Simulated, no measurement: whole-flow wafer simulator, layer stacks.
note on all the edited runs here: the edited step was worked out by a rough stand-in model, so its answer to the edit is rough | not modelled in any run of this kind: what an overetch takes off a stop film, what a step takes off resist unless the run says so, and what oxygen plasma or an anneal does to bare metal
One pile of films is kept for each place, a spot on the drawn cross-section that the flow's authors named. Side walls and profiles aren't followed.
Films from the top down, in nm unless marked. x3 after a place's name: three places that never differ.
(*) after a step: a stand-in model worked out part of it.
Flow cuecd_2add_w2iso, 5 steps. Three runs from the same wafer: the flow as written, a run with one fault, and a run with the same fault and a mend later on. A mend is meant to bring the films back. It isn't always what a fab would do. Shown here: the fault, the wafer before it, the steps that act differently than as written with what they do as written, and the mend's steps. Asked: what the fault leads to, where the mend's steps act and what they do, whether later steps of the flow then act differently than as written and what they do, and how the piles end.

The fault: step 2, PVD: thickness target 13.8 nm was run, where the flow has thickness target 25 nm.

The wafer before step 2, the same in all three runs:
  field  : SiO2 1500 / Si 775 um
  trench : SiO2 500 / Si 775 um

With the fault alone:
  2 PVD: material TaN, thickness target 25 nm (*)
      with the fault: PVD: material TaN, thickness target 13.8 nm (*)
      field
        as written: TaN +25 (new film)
        with the fault: TaN +13.8 (new film)
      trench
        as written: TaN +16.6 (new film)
        with the fault: TaN +9.16 (new film)
  No later step of the flow acts differently than as written, at any place that is followed, by more than 2% or 0.5 nm, whichever is larger.
  At the end the piles differ from the flow's by more than 2% or 0.5 nm, whichever is larger, at field, trench.
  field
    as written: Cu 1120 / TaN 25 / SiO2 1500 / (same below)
    with the fault: Cu 1120 / TaN 13.8 / SiO2 1500 / (same below)
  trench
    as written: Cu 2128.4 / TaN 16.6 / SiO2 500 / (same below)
    with the fault: Cu 2124.6 / TaN 9.16 / SiO2 500 / (same below)

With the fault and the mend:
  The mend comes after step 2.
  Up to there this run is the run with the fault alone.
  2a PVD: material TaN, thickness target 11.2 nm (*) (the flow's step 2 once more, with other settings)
      field
        TaN +11.2
      trench
        TaN +7.4
  No later step of the flow acts differently than as written at any place that is followed.
  At the end the piles are the same as the flow's at every place that both follow.
